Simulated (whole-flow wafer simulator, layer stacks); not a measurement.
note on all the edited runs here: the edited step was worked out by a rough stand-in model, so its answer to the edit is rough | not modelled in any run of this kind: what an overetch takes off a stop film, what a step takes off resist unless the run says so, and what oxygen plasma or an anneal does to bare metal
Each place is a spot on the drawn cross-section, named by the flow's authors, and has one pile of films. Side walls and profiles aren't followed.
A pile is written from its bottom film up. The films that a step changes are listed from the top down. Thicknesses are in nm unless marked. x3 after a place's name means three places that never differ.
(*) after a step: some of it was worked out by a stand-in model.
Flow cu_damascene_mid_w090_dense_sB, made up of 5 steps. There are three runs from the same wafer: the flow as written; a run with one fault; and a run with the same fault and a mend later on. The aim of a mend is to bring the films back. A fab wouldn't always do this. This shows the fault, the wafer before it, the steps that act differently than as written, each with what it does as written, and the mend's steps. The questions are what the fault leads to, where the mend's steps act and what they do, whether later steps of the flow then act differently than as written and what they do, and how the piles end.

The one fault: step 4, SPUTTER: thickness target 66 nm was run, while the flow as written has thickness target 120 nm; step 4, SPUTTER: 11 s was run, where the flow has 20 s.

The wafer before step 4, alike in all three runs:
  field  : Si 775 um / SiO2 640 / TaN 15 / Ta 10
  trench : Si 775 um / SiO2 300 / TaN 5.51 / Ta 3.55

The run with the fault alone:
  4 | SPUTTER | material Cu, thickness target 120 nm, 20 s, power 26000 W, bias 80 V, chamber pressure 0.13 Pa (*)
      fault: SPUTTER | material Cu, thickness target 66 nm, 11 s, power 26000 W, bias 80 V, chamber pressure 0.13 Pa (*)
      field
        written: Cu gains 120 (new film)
        fault: Cu gains 66 (new film)
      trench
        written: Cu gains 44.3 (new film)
        fault: Cu gains 24.4 (new film)
  Steps later in the flow that act otherwise than as written:
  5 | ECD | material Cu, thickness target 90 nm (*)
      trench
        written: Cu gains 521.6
        fault: Cu gains 487.6
  By the end, the piles at field, trench depart from the flow's by more than 2% or 0.5 nm, whichever is larger.
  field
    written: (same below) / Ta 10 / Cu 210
    fault: (same below) / Ta 10 / Cu 156
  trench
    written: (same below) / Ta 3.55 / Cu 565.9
    fault: (same below) / Ta 3.55 / Cu 511.9

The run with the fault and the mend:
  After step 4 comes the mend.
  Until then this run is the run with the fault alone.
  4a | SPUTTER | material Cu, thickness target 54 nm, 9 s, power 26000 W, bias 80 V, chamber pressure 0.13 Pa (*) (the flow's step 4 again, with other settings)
      field
        Cu gains 54
      trench
        Cu gains 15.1
  None of the later steps of the flow differs from how it acts as written, at any place that is followed, by more than 2% or 0.5 nm, whichever is larger.
  The piles end the same as the flow's at every place that both follow.
